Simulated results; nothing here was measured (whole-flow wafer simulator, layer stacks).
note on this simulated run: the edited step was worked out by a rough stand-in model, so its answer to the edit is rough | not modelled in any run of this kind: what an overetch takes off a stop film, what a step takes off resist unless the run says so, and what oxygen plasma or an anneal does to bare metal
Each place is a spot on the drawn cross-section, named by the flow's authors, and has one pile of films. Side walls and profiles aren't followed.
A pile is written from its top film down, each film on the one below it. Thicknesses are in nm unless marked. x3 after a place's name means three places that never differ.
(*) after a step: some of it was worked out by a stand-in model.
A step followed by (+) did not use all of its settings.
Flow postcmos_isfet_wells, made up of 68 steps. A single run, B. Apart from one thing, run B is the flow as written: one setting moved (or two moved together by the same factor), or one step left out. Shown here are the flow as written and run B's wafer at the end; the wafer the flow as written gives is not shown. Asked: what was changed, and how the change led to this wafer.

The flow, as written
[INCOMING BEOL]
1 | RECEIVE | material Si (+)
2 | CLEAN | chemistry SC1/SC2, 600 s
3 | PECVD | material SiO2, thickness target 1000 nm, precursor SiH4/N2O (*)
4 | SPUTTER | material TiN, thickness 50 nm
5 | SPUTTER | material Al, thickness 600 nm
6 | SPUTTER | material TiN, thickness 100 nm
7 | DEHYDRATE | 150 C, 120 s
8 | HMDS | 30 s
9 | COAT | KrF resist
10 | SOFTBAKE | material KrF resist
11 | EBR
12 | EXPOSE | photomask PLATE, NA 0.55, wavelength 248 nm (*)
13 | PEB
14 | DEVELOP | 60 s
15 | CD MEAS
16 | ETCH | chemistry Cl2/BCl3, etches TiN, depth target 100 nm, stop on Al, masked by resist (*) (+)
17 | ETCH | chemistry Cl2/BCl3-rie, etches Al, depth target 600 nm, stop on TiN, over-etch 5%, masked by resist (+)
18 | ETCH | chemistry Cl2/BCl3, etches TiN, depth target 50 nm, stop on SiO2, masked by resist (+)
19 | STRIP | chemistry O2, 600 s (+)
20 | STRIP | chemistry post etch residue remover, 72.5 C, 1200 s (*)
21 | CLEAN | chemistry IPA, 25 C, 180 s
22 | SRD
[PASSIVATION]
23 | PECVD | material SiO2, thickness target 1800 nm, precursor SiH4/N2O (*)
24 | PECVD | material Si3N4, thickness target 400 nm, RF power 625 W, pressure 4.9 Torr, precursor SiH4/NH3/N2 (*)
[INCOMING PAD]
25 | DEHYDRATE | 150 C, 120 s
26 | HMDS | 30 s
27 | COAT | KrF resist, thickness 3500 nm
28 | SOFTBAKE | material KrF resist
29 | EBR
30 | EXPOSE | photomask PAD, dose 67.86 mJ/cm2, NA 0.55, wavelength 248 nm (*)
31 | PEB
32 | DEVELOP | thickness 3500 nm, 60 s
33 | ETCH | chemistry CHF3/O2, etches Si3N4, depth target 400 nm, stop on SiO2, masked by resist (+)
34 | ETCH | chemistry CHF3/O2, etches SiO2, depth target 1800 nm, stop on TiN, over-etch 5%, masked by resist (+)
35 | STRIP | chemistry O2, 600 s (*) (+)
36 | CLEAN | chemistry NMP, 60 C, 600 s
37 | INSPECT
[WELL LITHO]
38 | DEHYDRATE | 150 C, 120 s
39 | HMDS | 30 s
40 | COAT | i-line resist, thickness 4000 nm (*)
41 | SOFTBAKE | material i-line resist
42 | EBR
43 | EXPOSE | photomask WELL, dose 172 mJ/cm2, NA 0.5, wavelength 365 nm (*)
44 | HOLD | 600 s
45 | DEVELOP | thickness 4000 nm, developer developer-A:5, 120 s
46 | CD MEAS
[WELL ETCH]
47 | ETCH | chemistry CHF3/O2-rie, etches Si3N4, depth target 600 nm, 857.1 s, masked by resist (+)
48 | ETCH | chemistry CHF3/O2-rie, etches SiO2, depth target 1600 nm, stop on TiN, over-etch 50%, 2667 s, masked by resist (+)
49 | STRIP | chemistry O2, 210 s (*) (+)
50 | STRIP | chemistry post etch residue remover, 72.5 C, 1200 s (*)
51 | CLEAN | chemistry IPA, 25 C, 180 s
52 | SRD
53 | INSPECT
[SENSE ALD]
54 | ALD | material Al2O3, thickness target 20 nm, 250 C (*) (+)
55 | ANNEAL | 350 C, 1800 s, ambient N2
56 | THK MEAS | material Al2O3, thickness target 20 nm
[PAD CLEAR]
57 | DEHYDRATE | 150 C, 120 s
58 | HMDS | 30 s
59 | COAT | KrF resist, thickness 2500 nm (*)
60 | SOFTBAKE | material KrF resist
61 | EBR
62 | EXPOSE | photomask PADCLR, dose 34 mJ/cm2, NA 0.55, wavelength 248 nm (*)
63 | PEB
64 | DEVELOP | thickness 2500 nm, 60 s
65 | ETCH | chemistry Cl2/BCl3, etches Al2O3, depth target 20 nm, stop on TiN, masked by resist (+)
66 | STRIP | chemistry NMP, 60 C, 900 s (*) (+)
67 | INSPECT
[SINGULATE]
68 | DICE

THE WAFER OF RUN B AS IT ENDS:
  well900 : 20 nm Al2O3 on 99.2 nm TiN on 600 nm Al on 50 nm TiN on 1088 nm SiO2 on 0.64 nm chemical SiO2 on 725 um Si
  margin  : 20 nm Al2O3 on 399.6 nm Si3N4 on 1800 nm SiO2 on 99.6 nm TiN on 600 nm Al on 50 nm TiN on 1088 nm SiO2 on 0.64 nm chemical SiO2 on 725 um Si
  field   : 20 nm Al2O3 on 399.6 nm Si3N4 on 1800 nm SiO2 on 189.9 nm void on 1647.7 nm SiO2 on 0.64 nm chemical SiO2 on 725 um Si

What caused this: step 3, PECVD: thickness target 1088 nm was run, while the flow as written has thickness target 1000 nm.
The wafer itself shows it: well900 has SiO2 1088, and step 3 as written asks for 1000 nm.

Step by step, how the change led to this:
  3 | PECVD | material SiO2, thickness target 1000 nm, precursor SiH4/N2O (*)
      field, margin, well900, well1300 x3, pad_rim, pad_clr, pad_open: +1088 SiO2 (new film) (in the flow as written it would be: +1000 SiO2 (new film))
